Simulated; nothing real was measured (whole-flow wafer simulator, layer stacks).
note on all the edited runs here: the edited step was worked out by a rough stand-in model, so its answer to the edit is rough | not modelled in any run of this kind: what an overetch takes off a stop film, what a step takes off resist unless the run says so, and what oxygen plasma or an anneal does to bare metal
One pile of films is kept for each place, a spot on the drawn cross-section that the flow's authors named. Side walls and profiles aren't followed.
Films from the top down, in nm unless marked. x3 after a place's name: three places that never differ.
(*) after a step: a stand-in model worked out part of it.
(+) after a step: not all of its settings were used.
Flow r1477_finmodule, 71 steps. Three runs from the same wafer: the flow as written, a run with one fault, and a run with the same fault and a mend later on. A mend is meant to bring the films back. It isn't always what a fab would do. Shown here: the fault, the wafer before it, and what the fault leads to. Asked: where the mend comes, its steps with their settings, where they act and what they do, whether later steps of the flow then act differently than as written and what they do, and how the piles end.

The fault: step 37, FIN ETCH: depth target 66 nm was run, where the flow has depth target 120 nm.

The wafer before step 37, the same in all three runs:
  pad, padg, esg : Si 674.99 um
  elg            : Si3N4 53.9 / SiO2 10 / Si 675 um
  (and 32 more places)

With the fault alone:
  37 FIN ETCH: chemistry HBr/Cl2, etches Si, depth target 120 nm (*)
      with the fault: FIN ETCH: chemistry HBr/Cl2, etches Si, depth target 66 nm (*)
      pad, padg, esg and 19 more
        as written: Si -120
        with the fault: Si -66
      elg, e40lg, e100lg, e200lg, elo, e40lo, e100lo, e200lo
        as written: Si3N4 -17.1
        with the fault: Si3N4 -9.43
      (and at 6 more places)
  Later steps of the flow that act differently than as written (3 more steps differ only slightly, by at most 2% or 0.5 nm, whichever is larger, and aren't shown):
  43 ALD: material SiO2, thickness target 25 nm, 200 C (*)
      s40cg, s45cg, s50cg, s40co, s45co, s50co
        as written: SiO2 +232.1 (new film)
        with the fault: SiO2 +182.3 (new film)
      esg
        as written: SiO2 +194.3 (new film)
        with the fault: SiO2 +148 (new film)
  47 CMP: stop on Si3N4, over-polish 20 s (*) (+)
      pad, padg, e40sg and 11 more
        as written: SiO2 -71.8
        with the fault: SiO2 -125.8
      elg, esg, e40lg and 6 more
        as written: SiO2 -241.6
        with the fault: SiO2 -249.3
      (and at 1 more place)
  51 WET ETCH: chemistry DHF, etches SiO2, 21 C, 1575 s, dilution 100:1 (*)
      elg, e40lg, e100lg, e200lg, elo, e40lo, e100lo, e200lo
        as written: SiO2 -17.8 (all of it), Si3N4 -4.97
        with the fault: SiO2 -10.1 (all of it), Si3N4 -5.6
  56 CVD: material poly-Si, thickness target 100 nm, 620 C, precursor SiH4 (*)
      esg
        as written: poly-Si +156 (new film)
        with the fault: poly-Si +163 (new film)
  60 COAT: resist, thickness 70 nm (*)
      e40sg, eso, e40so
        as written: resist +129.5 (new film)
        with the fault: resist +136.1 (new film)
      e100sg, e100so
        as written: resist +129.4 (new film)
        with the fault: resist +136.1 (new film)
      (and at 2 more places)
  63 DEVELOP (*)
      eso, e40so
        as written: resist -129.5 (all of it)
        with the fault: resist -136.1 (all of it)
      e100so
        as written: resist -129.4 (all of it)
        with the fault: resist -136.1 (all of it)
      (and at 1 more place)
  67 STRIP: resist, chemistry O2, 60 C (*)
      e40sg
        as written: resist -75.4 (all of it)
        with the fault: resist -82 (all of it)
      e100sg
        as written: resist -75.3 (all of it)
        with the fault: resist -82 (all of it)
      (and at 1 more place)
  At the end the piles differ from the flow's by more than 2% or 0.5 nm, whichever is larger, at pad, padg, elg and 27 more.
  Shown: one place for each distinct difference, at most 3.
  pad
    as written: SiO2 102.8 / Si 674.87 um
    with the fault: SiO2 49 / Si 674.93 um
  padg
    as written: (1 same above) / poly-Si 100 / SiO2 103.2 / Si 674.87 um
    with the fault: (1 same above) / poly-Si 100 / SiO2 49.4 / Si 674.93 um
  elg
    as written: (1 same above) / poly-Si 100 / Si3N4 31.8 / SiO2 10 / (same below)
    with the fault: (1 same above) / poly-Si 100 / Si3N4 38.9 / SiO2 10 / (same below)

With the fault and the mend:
  The mend comes after step 38.
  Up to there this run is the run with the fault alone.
  38a FIN ETCH: chemistry HBr/Cl2, etches Si, depth target 54 nm (*) (the flow's step 37 once more, with other settings)
      pad, padg, esg and 19 more
        Si -54
      elg, e40lg, e100lg, e200lg, elo, e40lo, e100lo, e200lo
        Si3N4 -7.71
      s40sg_line, s45sg_line, s50sg_line, s40so_line, s45so_line, s50so_line
        SiO2 -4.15
  No later step of the flow acts differently than as written at any place that is followed.
  At the end the piles are the same as the flow's at every place that both follow.
